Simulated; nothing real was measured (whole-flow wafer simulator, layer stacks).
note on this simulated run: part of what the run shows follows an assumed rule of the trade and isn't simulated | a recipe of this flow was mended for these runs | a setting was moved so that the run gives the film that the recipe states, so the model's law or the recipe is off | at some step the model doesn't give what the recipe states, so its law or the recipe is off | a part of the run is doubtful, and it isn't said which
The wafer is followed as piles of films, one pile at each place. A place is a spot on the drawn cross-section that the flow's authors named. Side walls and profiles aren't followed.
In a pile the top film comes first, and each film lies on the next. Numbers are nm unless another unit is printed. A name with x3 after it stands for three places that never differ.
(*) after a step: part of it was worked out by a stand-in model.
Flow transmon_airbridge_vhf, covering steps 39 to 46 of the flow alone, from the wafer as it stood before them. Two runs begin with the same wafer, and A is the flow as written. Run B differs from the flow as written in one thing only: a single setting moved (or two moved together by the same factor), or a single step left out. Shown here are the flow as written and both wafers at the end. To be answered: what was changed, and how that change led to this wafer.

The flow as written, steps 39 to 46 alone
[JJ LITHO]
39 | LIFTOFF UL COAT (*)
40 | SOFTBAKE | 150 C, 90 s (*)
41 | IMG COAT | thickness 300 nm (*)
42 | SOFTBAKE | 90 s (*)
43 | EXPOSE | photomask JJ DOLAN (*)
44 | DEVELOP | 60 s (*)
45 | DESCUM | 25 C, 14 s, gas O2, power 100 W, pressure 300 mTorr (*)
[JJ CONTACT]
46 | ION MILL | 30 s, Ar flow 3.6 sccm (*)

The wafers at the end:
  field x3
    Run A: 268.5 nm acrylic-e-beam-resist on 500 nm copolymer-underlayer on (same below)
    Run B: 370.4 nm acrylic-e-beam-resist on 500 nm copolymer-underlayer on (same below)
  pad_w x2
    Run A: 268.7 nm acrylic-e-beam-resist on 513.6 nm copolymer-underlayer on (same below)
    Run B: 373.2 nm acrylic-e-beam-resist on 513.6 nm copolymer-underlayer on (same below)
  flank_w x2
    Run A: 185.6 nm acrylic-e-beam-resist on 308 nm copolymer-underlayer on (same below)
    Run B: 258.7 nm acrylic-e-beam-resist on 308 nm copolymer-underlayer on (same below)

The reason: step 41, IMG COAT: thickness 408 nm was run, though the flow has thickness 300 nm; step 46, ION MILL: 40.8 s was run, where the flow has 30 s.

Step by step, how the change led to this:
  41 | IMG COAT | thickness 300 nm (*)
      field x3, jj_line, ground_far x3: A +300 acrylic-e-beam-resist (new film) | B +408 acrylic-e-beam-resist (new film)
      pad_w x2: A +300.2 acrylic-e-beam-resist (new film) | B +410.8 acrylic-e-beam-resist (new film)
      (as well as at 8 more places)
  44 | DEVELOP | 60 s (*)
      jj_line: A -300 acrylic-e-beam-resist (all of it), -500 copolymer-underlayer (all of it) | B -408 acrylic-e-beam-resist (all of it), -500 copolymer-underlayer (all of it)
  46 | ION MILL | 30 s, Ar flow 3.6 sccm (*)
      field x3, ground_far x3, pad_w x2, flank_w x2, gap_w x2, cpw_trace, margin_s x2, bridge_strip: A -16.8 acrylic-e-beam-resist | B -22.8 acrylic-e-beam-resist
      jj_line: A -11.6 Si | B -15.8 Si
